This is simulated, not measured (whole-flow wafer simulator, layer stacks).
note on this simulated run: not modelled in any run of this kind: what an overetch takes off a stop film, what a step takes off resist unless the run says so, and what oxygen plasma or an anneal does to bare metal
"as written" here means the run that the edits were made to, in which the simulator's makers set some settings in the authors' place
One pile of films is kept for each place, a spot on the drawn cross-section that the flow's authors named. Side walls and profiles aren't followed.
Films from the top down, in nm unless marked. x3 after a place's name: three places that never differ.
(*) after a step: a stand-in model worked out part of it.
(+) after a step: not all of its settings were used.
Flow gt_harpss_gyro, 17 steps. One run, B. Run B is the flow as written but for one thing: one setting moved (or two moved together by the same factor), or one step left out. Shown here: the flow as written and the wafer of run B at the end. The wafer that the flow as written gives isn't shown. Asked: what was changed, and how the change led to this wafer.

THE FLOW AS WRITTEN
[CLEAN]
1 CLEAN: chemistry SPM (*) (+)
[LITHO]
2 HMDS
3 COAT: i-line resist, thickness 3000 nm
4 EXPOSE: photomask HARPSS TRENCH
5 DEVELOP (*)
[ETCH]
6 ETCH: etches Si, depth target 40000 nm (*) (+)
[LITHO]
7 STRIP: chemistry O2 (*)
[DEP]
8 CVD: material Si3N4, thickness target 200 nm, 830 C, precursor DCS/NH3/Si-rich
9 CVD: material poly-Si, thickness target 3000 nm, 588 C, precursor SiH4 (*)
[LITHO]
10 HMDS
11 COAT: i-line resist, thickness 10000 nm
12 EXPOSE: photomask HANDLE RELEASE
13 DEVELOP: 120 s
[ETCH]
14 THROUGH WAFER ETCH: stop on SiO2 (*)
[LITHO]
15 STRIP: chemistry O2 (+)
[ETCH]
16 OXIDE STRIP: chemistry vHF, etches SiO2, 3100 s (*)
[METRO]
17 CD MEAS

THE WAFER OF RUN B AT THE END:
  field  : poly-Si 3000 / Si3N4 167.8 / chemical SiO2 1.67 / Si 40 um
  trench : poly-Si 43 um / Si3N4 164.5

The cause: step 8, CVD: thickness target 167.8 nm was run, where the flow has thickness target 200 nm.
It can be read off the wafer: field has Si3N4 167.8, and step 8 as written asks for 200 nm.

How the change led to this, step by step:
  8 CVD: material Si3N4, thickness target 200 nm, 830 C, precursor DCS/NH3/Si-rich
      field: Si3N4 +167.8 (new film) (as written it would be: Si3N4 +200 (new film))
      trench: Si3N4 +164.5 (new film) (as written it would be: Si3N4 +195.9 (new film))
  9 CVD: material poly-Si, thickness target 3000 nm, 588 C, precursor SiH4 (*)
      trench: poly-Si +43 um (new film) (as written it would be: poly-Si +43.01 um (new film))
